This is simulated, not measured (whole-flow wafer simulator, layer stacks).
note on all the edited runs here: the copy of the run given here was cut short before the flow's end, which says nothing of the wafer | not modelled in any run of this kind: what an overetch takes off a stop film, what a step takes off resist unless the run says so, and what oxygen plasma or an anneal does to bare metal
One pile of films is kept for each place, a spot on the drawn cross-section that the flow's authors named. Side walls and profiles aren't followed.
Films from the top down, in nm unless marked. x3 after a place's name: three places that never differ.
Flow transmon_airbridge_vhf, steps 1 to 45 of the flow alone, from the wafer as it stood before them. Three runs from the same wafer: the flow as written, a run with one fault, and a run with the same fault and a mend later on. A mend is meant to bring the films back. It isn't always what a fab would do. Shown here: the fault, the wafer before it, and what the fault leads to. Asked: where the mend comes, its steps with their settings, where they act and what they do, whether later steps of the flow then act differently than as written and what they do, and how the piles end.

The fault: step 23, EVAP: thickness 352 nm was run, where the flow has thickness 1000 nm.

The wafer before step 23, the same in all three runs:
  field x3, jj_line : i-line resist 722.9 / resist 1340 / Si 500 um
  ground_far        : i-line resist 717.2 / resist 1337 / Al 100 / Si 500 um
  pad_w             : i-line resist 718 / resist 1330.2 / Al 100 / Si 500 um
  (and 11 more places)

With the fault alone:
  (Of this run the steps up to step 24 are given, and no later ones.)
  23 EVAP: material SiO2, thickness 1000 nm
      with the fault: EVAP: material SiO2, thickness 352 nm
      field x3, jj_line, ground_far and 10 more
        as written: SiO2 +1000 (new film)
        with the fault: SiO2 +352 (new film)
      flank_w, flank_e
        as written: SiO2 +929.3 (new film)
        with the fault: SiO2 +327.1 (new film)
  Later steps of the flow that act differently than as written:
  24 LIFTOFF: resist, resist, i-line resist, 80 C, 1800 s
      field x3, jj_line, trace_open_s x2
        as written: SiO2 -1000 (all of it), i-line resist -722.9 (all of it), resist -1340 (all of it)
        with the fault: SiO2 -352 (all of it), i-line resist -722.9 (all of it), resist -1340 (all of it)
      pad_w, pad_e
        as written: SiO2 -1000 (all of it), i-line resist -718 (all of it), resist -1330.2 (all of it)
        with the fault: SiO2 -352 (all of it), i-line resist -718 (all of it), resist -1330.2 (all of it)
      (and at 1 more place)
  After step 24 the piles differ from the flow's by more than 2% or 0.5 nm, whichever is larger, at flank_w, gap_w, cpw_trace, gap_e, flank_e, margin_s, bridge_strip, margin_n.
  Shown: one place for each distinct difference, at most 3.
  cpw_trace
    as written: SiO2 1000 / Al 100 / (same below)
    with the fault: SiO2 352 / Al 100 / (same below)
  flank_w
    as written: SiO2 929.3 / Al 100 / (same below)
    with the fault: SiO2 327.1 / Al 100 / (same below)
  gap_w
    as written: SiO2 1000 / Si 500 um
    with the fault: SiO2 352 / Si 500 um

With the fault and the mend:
  The mend comes after step 23.
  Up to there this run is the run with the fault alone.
  23a EVAP: material SiO2, thickness 648 nm (the flow's step 23 once more, with other settings)
      field x3, jj_line, ground_far and 10 more
        SiO2 +648
      flank_w, flank_e
        SiO2 +603.3
  No later step of the flow acts differently than as written, at any place that is followed, by more than 2% or 0.5 nm, whichever is larger.
  At the end the piles differ from the flow's only slightly at the places that both follow, by at most 2% or 0.5 nm, whichever is larger.
